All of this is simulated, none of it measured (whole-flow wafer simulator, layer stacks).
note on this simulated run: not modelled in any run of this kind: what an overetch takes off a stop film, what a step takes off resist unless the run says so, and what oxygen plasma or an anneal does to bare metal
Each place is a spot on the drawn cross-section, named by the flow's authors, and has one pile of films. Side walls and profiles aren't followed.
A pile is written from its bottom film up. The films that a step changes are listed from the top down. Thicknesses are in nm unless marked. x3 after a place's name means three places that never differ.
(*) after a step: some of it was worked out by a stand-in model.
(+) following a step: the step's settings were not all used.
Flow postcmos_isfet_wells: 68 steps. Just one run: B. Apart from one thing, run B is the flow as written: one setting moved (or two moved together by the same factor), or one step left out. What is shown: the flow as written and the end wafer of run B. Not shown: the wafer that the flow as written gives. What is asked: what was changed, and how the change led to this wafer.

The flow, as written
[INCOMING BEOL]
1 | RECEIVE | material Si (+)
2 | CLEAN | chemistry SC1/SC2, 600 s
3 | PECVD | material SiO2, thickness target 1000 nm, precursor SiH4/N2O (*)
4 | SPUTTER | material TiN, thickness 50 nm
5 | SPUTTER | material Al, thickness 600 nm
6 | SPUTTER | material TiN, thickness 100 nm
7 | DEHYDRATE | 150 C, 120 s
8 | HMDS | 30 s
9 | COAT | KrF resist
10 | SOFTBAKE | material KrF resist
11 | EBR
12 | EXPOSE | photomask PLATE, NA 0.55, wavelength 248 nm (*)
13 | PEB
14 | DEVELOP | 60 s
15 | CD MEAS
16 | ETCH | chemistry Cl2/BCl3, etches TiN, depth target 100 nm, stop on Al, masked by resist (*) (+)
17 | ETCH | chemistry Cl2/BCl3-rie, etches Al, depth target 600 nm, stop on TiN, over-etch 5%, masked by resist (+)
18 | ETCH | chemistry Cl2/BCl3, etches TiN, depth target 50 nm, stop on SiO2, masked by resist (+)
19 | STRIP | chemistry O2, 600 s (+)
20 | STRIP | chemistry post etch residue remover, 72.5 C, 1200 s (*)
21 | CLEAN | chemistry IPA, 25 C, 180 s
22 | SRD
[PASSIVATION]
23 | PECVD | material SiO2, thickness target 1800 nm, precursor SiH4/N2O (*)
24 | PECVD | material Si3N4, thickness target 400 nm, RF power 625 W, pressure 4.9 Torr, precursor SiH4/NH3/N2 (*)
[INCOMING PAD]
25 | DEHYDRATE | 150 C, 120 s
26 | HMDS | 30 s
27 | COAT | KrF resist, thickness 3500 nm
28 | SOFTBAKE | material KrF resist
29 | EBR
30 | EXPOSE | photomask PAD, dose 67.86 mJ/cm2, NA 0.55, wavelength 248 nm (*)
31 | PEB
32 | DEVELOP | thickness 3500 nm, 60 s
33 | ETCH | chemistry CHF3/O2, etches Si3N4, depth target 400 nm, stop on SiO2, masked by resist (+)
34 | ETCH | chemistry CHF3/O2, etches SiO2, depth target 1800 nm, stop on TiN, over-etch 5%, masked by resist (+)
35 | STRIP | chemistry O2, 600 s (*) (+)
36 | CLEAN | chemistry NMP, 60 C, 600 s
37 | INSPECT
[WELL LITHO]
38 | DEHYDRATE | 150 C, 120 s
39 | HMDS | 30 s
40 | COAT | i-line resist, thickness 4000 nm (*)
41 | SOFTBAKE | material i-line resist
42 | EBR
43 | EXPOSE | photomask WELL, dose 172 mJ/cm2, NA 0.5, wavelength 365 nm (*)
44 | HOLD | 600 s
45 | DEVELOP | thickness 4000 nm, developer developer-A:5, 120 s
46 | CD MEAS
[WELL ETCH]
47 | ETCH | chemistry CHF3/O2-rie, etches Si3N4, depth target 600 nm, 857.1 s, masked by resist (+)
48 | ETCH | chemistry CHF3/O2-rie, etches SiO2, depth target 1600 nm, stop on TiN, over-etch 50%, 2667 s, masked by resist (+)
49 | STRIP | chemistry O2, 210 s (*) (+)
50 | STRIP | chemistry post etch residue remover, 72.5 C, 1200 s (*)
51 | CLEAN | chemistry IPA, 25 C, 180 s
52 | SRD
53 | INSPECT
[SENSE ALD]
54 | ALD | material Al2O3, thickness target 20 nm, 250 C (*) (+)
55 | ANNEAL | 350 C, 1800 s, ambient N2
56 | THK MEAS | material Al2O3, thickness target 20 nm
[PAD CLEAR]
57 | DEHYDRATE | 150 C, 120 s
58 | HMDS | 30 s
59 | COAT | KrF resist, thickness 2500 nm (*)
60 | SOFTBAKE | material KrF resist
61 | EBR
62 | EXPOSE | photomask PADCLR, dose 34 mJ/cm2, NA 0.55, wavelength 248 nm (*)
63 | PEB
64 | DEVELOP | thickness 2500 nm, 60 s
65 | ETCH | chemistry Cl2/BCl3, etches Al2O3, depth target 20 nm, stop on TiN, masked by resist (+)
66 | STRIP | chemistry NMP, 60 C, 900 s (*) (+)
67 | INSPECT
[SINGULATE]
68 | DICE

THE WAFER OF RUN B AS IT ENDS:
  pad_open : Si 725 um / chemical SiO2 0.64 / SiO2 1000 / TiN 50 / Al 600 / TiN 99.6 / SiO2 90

Cause: step 34, ETCH: depth target 1710 nm was run, whereas the flow has depth target 1800 nm.

How this came from the change, step by step:
  34 | ETCH | chemistry CHF3/O2, etches SiO2, depth target 1800 nm, stop on TiN, over-etch 5%, masked by resist (+)
      pad_open: SiO2 loses 1710 (as written it would have been: SiO2 loses 1800 (all of it))
      field, margin, well900, well1300 x3, pad_rim, pad_clr: KrF resist loses 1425 (as written it would have been: KrF resist loses 1500)
  35 | STRIP | chemistry O2, 600 s (*) (+)
      field, margin, well900, well1300 x3, pad_rim, pad_clr: KrF resist loses 1688.3 (all of it) (as written it would have been: KrF resist loses 1613.3 (all of it))
  41 | SOFTBAKE | material i-line resist
      pad_clr: i-line resist loses 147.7 (as written it would have been: i-line resist loses 156.7)
      pad_open: i-line resist gains 111.3 (as written it would have been: i-line resist gains 115.3)
